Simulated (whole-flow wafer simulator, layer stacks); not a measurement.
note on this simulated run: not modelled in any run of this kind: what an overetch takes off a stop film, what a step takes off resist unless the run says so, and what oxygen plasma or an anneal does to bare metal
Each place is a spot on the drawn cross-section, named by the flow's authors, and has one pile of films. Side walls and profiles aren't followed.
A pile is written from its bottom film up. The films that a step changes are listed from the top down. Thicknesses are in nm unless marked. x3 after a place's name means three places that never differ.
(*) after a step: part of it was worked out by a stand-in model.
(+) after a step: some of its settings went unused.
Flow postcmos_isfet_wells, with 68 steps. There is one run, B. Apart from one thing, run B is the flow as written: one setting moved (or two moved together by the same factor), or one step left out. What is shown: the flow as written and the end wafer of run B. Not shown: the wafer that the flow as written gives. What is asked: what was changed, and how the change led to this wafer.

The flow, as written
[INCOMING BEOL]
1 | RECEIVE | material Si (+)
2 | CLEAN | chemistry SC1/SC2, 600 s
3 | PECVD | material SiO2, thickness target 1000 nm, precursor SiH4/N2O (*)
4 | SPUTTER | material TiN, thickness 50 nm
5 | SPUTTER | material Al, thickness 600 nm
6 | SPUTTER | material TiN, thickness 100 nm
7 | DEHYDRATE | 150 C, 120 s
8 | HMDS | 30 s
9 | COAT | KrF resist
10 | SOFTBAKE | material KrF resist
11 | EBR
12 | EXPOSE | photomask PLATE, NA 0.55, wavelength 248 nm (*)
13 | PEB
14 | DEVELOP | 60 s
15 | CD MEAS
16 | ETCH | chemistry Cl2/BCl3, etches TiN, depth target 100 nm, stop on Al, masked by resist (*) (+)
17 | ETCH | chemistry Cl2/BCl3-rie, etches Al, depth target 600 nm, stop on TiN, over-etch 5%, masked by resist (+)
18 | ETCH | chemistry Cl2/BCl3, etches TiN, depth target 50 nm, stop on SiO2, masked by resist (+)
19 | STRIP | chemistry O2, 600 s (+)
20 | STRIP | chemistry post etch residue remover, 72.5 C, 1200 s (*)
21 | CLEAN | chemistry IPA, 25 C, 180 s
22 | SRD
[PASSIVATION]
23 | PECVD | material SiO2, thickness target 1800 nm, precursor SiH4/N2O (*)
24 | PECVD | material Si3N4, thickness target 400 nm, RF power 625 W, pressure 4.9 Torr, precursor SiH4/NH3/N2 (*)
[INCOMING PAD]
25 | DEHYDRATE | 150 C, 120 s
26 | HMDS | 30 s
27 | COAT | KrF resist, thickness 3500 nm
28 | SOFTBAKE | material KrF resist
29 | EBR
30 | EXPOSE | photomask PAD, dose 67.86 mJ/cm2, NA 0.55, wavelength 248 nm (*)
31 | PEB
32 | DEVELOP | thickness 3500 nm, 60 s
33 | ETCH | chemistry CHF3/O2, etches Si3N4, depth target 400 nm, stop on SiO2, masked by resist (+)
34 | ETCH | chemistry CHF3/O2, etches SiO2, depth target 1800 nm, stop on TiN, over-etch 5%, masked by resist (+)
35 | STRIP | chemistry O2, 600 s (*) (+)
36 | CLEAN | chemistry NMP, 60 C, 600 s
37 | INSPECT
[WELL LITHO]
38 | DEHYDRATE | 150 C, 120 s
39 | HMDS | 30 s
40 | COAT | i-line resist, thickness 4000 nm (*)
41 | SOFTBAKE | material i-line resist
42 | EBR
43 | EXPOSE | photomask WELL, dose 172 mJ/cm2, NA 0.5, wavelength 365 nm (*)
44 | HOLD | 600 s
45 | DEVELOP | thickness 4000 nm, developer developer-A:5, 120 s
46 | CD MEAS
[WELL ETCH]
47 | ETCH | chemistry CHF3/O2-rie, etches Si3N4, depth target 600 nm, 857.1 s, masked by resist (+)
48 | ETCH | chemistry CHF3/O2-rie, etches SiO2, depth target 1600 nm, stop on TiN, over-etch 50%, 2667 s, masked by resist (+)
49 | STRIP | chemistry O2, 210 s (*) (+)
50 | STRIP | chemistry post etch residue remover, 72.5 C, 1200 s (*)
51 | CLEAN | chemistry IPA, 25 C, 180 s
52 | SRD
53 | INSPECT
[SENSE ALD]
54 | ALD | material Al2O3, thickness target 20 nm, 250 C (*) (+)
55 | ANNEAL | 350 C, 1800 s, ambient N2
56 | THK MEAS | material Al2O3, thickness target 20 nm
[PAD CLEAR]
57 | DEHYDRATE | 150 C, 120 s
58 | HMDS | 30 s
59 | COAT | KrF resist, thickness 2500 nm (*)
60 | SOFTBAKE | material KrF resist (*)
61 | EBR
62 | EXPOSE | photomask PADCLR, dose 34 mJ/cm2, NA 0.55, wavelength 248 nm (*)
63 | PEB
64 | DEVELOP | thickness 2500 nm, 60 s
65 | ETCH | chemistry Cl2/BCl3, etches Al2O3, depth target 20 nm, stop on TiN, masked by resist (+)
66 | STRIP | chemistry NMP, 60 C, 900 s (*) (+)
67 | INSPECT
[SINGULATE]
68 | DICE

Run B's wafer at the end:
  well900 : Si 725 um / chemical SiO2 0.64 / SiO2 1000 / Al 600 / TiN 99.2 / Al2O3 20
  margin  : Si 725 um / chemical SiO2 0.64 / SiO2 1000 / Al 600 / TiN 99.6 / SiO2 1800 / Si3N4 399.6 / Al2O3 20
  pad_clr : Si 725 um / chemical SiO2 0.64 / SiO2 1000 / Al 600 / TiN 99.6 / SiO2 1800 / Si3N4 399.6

Cause: step 4, SPUTTER: material TiN, thickness 50 nm, was not run.

Step by step, how the change led to this:
  18 | ETCH | chemistry Cl2/BCl3, etches TiN, depth target 50 nm, stop on SiO2, masked by resist (+)
      field: nothing (as written it would have been: -50 TiN (all of it))
  23 | PECVD | material SiO2, thickness target 1800 nm, precursor SiH4/N2O (*)
      field: +1800 SiO2 (new film), +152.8 void (new film), +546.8 SiO2 (as written it would have been: +1800 SiO2 (new film), +189.9 void (new film), +559.7 SiO2)
